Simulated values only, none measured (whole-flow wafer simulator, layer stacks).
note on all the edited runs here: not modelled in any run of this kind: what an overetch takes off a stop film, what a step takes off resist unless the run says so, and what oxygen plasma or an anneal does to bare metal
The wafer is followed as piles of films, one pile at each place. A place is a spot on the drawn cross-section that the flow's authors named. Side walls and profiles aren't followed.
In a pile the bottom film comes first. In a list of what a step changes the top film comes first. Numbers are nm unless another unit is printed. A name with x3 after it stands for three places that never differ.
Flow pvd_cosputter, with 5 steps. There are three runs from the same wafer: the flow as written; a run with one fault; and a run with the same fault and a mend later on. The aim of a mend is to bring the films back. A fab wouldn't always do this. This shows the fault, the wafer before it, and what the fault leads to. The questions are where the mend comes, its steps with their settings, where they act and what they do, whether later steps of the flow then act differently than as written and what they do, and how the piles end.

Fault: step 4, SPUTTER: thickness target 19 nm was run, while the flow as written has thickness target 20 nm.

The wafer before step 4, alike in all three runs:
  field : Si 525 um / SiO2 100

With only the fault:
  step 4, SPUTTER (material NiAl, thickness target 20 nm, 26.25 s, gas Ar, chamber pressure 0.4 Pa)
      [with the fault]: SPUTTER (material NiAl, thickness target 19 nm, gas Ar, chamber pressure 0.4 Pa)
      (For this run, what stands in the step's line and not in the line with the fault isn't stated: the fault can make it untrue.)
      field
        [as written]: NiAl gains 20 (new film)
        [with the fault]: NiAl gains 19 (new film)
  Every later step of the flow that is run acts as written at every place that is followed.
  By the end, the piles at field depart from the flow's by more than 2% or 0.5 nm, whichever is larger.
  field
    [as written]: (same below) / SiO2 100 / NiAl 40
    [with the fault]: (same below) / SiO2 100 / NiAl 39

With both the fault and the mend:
  The mend follows step 4.
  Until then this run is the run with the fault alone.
  step 4a, SPUTTER (material NiAl, thickness target 1 nm, gas Ar, chamber pressure 0.4 Pa) (a further turn of the flow's step 4, with different settings)
      field
        NiAl gains 1
  Every later step of the flow that is run acts as written at every place that is followed.
  By the end, the piles equal the flow's at every place that both follow.
